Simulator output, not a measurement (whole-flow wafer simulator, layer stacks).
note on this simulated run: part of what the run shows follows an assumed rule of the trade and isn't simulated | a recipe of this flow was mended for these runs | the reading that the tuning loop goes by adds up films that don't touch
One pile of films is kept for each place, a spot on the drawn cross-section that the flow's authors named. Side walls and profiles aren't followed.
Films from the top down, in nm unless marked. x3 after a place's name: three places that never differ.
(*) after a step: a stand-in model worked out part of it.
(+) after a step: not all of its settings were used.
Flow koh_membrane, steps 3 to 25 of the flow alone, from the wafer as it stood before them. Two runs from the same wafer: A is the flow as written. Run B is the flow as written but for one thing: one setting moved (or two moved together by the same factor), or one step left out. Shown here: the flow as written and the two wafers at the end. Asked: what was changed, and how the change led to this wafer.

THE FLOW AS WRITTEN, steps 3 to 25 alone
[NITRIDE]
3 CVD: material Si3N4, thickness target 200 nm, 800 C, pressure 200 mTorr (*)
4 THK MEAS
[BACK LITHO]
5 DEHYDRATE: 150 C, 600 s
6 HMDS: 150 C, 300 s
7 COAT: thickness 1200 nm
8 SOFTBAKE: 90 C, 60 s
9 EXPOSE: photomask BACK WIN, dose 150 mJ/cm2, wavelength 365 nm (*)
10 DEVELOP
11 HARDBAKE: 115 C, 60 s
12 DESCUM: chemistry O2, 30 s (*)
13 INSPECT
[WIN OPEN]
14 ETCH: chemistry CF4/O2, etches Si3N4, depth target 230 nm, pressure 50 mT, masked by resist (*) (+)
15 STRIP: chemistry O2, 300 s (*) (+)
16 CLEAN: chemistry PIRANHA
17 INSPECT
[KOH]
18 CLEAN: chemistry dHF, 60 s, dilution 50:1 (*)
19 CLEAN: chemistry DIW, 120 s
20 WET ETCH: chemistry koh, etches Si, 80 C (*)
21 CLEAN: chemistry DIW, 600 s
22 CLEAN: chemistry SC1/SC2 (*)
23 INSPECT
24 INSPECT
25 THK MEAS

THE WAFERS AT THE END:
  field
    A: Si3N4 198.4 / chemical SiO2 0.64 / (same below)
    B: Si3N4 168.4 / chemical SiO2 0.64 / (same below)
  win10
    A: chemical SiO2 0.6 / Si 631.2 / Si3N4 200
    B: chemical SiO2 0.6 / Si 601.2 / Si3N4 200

The cause: step 3, CVD: thickness target 170 nm was run, where the flow has thickness target 200 nm.

How the change led to this, step by step:
  3 CVD: material Si3N4, thickness target 200 nm, 800 C, pressure 200 mTorr (*)
      field, win20 x4, win10: A Si3N4 +200 (new film) | B Si3N4 +170 (new film)
  14 ETCH: chemistry CF4/O2, etches Si3N4, depth target 230 nm, pressure 50 mT, masked by resist (*) (+)
      win20 x4, win10: A Si3N4 -200 (all of it), chemical SiO2 -0.64 (all of it), Si -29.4 | B Si3N4 -170 (all of it), chemical SiO2 -0.64 (all of it), Si -59.4
